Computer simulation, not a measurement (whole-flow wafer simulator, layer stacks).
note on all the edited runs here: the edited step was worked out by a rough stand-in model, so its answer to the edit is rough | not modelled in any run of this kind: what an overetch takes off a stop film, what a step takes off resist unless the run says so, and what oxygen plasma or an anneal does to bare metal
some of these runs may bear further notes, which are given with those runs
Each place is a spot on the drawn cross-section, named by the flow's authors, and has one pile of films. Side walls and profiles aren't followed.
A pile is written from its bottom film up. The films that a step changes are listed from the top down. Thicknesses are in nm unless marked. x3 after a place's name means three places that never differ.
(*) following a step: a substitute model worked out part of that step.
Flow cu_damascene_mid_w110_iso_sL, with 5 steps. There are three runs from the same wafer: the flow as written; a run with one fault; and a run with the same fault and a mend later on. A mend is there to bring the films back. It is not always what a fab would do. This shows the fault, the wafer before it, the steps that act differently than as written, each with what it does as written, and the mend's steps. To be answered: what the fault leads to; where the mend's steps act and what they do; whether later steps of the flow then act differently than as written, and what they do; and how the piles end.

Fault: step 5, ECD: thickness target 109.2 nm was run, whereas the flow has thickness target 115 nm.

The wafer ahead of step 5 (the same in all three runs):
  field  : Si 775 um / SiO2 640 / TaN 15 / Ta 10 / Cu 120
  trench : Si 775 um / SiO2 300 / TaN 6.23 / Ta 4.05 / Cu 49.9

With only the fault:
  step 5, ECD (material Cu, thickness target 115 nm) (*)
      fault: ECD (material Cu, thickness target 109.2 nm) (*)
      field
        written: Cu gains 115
        fault: Cu gains 109.2
  Later steps of the flow that are run all act as written at every place that is followed.
  By the end, the piles at field depart from the flow's by more than 2% or 0.5 nm, whichever is larger.
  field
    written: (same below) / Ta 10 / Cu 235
    fault: (same below) / Ta 10 / Cu 229.2

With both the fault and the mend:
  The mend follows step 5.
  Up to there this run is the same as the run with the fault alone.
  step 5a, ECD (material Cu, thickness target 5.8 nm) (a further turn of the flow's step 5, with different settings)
      field, trench
        Cu gains 5.8
  Later steps of the flow that are run all act as written at every place that is followed.
  By the end, the piles equal the flow's at every place that both follow.
